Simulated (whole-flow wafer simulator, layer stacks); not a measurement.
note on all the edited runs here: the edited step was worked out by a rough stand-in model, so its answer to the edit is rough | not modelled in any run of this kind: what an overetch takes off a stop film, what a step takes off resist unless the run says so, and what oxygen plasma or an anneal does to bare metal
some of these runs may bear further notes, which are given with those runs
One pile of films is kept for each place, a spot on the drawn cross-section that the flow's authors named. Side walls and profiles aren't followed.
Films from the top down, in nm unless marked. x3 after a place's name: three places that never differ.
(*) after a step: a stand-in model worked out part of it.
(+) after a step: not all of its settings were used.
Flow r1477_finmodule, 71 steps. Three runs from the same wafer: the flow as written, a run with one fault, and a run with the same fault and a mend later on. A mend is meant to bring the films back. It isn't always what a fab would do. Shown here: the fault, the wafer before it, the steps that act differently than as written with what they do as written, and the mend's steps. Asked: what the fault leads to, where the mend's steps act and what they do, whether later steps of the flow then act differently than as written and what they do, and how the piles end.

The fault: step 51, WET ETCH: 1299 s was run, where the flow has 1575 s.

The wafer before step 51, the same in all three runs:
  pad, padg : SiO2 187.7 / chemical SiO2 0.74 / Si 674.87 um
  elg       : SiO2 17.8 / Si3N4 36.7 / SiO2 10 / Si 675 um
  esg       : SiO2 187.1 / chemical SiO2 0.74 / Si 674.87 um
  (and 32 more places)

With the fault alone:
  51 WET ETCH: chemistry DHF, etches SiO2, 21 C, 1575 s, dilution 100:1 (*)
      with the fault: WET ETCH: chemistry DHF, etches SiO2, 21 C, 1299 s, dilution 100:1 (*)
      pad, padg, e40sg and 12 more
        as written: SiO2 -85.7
        with the fault: SiO2 -70.7
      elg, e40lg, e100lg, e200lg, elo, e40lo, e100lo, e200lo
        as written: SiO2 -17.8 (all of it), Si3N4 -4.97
        with the fault: SiO2 -17.8 (all of it), Si3N4 -3.84
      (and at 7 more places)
  Later steps of the flow that act differently than as written (1 more step differs only slightly, by at most 2% or 0.5 nm, whichever is larger, and isn't shown):
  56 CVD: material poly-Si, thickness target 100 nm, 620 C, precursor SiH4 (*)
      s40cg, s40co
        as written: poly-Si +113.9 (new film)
        with the fault: poly-Si +100.1 (new film)
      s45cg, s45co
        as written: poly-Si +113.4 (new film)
        with the fault: poly-Si +100 (new film)
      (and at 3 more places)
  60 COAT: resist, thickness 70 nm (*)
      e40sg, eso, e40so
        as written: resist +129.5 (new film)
        with the fault: resist +116.3 (new film)
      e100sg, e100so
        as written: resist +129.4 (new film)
        with the fault: resist +116.3 (new film)
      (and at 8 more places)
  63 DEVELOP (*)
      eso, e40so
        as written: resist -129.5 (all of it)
        with the fault: resist -116.3 (all of it)
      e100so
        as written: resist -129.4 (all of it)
        with the fault: resist -116.3 (all of it)
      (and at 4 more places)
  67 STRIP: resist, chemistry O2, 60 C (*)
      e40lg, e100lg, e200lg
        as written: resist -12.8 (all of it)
        with the fault: resist -13.5 (all of it)
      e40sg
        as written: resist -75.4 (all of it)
        with the fault: resist -62.2 (all of it)
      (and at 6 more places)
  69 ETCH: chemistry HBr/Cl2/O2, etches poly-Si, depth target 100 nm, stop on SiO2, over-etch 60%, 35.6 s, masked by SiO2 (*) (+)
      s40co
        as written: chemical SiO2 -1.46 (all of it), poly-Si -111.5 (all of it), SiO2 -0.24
        with the fault: chemical SiO2 -1.39 (all of it), poly-Si -97.7 (all of it), SiO2 -0.42
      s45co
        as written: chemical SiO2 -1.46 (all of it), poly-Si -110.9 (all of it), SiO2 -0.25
        with the fault: chemical SiO2 -1.39 (all of it), poly-Si -97.6 (all of it), SiO2 -0.42
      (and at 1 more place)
  At the end the piles differ from the flow's by more than 2% or 0.5 nm, whichever is larger, at pad, padg, elg and 27 more.
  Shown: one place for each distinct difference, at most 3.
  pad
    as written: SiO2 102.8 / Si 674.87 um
    with the fault: SiO2 117.8 / Si 674.87 um
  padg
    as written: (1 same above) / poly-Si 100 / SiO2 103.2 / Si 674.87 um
    with the fault: (1 same above) / poly-Si 100 / SiO2 118.2 / Si 674.87 um
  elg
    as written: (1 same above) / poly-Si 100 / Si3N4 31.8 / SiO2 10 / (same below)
    with the fault: (1 same above) / poly-Si 100 / Si3N4 32.9 / SiO2 10 / (same below)

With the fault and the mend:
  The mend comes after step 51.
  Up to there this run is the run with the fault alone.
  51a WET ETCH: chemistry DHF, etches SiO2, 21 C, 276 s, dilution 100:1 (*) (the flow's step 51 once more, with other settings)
      pad, padg, e40sg and 12 more
        SiO2 -15
      elg, e40lg, e100lg, e200lg, elo, e40lo, e100lo, e200lo
        Si3N4 -1.2
      esg, s40cg, s45cg, s50cg, s40co, s45co, s50co
        SiO2 -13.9
  No later step of the flow acts differently than as written, at any place that is followed, by more than 2% or 0.5 nm, whichever is larger.
  At the end the piles differ from the flow's only slightly at the places that both follow, by at most 2% or 0.5 nm, whichever is larger.
